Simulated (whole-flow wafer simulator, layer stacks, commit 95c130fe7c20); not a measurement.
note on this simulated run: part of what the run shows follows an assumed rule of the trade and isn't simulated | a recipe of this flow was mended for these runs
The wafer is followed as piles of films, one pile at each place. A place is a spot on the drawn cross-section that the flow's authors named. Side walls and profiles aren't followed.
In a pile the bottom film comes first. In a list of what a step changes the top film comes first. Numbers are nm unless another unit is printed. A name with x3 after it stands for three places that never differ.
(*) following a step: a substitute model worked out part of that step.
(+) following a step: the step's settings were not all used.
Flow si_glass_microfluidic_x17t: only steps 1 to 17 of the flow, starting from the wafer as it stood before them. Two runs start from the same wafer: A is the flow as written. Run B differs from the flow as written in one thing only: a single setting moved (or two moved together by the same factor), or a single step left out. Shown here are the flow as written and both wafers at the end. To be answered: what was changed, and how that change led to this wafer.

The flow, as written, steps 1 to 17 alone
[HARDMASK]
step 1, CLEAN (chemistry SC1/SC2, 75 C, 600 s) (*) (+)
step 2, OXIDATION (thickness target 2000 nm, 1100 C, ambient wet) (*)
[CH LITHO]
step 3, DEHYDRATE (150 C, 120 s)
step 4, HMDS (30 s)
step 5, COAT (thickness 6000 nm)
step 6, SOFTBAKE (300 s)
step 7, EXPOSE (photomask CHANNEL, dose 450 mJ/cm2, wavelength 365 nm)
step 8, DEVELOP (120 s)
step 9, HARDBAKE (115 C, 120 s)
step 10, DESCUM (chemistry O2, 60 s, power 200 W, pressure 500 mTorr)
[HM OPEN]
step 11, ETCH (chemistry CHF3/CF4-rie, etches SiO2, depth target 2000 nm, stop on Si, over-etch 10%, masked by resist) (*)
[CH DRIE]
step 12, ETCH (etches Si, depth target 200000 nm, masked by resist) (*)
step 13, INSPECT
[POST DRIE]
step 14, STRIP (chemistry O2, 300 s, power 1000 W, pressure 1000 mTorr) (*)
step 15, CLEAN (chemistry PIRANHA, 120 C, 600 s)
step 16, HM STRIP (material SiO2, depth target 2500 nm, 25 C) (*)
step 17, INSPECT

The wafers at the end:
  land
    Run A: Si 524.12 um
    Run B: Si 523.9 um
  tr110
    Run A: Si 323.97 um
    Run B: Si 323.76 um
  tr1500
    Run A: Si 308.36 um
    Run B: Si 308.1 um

Cause: step 2, OXIDATION: thickness target 2480 nm was run, while the flow as written has thickness target 2000 nm; step 11, ETCH: depth target 2480 nm was run, where the flow has depth target 2000 nm.

Step by step, how the change led to this:
  step 2, OXIDATION (thickness target 2000 nm, 1100 C, ambient wet) (*)
      land, tr110, tr1500, tr15: A SiO2 gains 2000 (new film), chemical SiO2 loses 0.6 (all of it), Si loses 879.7 | B SiO2 gains 2480 (new film), chemical SiO2 loses 0.6 (all of it), Si loses 1090.9
  step 11, ETCH (chemistry CHF3/CF4-rie, etches SiO2, depth target 2000 nm, stop on Si, over-etch 10%, masked by resist) (*)
      tr110, tr1500, tr15: A SiO2 loses 2000 (all of it), Si loses 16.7 | B SiO2 loses 2480 (all of it), Si loses 20.7
      land: A thick-i-line-resist loses 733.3 | B thick-i-line-resist loses 909.3
  step 12, ETCH (etches Si, depth target 200000 nm, masked by resist) (*)
      tr1500: A Si loses 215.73 um | B Si loses 215.78 um
      tr15: A Si loses 149.99 um | B Si loses 149.88 um
  step 14, STRIP (chemistry O2, 300 s, power 1000 W, pressure 1000 mTorr) (*)
      land: A thick-i-line-resist loses 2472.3 (all of it) | B thick-i-line-resist loses 2295.8 (all of it)
  step 16, HM STRIP (material SiO2, depth target 2500 nm, 25 C) (*)
      land: A SiO2 loses 2000 (all of it) | B SiO2 loses 2480 (all of it)
